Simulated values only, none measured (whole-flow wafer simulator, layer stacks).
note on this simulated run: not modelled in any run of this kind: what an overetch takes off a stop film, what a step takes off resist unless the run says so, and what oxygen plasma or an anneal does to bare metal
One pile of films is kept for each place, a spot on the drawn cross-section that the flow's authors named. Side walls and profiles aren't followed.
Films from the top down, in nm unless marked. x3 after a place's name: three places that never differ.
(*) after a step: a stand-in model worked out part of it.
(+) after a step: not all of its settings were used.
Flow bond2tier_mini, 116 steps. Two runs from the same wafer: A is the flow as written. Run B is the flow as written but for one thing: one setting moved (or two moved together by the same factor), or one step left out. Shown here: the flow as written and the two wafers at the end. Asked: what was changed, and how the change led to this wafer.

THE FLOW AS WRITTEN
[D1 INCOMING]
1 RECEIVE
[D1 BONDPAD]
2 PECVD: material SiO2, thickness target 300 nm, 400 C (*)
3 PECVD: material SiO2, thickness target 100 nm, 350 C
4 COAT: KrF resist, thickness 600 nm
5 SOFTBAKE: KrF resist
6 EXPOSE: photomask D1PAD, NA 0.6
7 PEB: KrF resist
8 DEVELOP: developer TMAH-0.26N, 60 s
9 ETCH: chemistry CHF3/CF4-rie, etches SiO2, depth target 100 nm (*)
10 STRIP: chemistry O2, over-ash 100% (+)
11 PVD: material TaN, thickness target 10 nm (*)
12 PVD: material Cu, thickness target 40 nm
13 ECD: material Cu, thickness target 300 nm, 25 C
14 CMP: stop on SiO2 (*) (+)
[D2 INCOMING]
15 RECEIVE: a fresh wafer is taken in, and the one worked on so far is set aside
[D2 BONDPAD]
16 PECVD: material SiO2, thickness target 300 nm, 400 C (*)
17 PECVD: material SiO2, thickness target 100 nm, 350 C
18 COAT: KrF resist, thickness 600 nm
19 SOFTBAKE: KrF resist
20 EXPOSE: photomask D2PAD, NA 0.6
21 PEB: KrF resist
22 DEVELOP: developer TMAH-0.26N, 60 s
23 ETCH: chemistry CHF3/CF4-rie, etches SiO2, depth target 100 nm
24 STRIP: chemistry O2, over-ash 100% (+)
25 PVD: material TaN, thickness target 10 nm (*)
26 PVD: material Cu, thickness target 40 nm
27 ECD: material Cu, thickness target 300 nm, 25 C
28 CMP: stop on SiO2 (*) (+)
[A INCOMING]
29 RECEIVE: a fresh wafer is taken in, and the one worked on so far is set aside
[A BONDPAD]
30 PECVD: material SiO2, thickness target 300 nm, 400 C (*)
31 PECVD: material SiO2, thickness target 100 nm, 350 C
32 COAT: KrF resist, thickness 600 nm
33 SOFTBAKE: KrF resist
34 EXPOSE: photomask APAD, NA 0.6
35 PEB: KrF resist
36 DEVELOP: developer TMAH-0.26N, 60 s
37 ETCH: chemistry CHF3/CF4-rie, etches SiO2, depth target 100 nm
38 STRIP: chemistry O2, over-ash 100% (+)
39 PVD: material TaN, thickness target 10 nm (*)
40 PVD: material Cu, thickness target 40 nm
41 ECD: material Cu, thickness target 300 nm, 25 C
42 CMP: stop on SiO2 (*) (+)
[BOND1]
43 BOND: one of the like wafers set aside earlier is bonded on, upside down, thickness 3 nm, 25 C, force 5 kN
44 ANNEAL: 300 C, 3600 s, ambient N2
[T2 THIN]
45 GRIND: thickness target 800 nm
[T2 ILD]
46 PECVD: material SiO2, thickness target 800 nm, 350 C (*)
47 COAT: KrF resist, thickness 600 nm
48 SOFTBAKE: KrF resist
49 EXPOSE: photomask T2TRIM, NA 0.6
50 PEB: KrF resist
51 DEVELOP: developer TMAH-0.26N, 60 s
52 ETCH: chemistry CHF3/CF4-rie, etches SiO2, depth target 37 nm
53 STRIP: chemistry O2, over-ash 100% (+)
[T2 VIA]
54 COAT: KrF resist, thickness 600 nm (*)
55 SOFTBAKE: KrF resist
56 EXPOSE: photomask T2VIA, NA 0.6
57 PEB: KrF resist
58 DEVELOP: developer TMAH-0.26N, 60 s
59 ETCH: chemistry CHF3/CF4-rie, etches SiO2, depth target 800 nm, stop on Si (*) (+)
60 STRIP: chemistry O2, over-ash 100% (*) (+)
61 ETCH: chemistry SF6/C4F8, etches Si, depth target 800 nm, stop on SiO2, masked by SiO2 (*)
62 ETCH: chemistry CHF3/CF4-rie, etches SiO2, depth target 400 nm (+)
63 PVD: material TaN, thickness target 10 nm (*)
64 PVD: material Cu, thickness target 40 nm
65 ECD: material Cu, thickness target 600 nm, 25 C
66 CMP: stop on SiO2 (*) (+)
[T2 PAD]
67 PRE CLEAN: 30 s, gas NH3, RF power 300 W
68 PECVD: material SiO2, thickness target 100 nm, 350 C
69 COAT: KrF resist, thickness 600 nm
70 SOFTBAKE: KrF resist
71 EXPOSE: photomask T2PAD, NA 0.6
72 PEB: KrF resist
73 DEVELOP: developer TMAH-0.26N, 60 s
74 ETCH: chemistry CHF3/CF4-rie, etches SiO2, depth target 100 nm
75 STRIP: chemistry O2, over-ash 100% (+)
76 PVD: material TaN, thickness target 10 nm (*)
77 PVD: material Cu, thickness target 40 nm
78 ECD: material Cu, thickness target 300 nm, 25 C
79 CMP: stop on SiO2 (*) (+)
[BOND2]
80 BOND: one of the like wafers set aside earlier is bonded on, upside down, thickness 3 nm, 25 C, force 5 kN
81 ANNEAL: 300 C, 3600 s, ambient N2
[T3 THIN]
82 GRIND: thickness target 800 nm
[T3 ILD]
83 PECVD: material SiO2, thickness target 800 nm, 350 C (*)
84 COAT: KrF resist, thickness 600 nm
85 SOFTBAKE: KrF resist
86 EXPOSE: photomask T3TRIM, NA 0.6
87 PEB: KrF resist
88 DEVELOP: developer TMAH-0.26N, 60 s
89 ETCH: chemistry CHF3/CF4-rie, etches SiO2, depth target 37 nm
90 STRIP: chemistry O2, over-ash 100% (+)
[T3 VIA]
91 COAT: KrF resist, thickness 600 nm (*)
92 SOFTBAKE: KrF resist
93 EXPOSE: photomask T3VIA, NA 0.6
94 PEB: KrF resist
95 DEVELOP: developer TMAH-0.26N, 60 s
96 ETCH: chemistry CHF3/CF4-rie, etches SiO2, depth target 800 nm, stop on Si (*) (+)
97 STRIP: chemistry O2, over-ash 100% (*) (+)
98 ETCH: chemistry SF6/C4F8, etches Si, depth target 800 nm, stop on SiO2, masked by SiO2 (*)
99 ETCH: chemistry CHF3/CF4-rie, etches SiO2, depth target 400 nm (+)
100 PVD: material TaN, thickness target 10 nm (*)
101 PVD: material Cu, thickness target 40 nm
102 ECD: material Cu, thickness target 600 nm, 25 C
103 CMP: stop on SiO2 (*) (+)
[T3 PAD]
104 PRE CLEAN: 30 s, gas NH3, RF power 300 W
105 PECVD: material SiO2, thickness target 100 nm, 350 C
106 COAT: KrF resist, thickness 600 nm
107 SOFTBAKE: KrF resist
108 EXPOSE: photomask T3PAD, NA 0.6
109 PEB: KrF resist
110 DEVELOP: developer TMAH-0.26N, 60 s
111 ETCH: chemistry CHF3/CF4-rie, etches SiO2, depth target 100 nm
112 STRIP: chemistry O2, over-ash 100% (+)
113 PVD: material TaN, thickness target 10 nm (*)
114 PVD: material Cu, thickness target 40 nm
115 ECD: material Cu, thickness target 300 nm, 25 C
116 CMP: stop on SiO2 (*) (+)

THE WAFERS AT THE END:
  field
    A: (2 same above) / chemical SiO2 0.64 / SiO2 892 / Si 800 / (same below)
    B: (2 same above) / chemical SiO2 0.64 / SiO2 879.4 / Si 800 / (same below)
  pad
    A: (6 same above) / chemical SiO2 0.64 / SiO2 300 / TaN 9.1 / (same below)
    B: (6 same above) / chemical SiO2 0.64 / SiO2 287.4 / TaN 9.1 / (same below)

The cause: step 17, PECVD: 402 C was run, where the flow has 350 C.

How the change led to this, step by step:
  17 PECVD: material SiO2, thickness target 100 nm, 350 C
      field, pad, via: A SiO2 +100 | B SiO2 +87.4
  80 BOND: one of the like wafers set aside earlier is bonded on, upside down, thickness 3 nm, 25 C, force 5 kN
      field: A Si +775 um (new film), chemical SiO2 +0.64 (new film), SiO2 +400 | B Si +775 um (new film), chemical SiO2 +0.64 (new film), SiO2 +387.4
      pad: A Si +775 um (new film), chemical SiO2 +0.64 (new film), SiO2 +300 (new film), TaN +9.1 (new film), Cu +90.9 | B Si +775 um (new film), chemical SiO2 +0.64 (new film), SiO2 +287.4 (new film), TaN +9.1 (new film), Cu +90.9
